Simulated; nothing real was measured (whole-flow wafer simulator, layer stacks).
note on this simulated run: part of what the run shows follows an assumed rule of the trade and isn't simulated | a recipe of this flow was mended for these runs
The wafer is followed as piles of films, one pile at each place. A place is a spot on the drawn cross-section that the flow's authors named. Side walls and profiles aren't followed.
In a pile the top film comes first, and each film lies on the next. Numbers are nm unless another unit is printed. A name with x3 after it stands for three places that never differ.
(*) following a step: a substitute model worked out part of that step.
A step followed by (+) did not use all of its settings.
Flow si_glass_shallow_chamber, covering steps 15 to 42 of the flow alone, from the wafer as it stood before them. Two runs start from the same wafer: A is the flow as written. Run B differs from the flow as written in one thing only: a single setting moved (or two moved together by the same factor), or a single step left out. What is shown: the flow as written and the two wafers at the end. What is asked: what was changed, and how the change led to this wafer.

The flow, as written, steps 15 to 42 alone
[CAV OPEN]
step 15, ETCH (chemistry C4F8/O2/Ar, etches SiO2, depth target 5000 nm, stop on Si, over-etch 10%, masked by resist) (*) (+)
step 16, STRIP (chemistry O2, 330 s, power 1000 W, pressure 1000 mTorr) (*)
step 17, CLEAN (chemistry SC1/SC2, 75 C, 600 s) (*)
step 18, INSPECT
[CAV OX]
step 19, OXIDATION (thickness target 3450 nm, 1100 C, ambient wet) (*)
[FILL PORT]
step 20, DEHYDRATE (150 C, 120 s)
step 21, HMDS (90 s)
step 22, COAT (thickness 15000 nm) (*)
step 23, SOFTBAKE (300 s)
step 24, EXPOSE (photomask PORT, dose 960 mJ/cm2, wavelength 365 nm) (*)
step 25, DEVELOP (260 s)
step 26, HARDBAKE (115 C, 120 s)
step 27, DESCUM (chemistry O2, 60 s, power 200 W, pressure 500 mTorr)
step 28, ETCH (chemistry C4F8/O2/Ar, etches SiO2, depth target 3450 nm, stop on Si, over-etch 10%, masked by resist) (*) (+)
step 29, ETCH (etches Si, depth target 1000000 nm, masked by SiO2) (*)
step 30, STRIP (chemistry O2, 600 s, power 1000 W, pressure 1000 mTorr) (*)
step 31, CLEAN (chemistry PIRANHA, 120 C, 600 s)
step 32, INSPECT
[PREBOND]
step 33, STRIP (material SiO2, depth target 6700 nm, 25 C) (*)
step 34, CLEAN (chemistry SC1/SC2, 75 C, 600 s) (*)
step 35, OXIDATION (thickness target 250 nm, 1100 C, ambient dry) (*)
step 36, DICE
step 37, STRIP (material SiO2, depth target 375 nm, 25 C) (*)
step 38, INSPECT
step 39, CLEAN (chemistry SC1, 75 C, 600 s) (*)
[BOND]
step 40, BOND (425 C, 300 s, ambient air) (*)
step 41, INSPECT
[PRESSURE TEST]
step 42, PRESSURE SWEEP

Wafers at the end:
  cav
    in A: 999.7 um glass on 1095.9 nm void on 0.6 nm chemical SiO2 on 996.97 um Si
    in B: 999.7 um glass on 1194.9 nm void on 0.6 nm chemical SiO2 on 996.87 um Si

The reason: step 15, ETCH: depth target 5720 nm was run, whereas the flow has depth target 5000 nm.

Step by step, how the change led to this:
  step 15, ETCH (chemistry C4F8/O2/Ar, etches SiO2, depth target 5000 nm, stop on Si, over-etch 10%, masked by resist) (*) (+)
      cav, port: A -5000 SiO2 (all of it), -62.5 Si | B -5000 SiO2 (all of it), -161.5 Si
  step 22, COAT (thickness 15000 nm) (*)
      rim: A +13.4 um thick-i-line-resist (new film) | B +13.36 um thick-i-line-resist (new film)
      ramp: A +12.89 um thick-i-line-resist (new film) | B +12.84 um thick-i-line-resist (new film)
      (and at 3 other places as well)
  step 23, SOFTBAKE (300 s)
      rim: A -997 thick-i-line-resist | B -1024.9 thick-i-line-resist
      ramp: A -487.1 thick-i-line-resist | B -501.9 thick-i-line-resist
      (and at 4 other places as well)
  step 25, DEVELOP (260 s)
      port: A -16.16 um thick-i-line-resist (all of it) | B -16.19 um thick-i-line-resist (all of it)
  step 29, ETCH (etches Si, depth target 1000000 nm, masked by SiO2) (*)
      rim, ramp: A -11.47 um thick-i-line-resist (all of it), -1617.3 SiO2 | B -11.41 um thick-i-line-resist (all of it), -1653.3 SiO2
      port: A +997.05 um hole (new film), -997.05 um Si (all of it) | B +996.95 um hole (new film), -996.95 um Si (all of it)
      (and at 1 other place as well)
  step 30, STRIP (chemistry O2, 600 s, power 1000 W, pressure 1000 mTorr) (*)
      cav: A -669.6 thick-i-line-resist (all of it) | B -699.7 thick-i-line-resist (all of it)
  step 40, BOND (425 C, 300 s, ambient air) (*)
      cav: A +999.7 um glass (new film), +1095.9 void (new film) | B +999.7 um glass (new film), +1194.9 void (new film)
      port: A +999.7 um glass (new film), +1017.3 hole | B +999.7 um glass (new film), +1116.3 hole
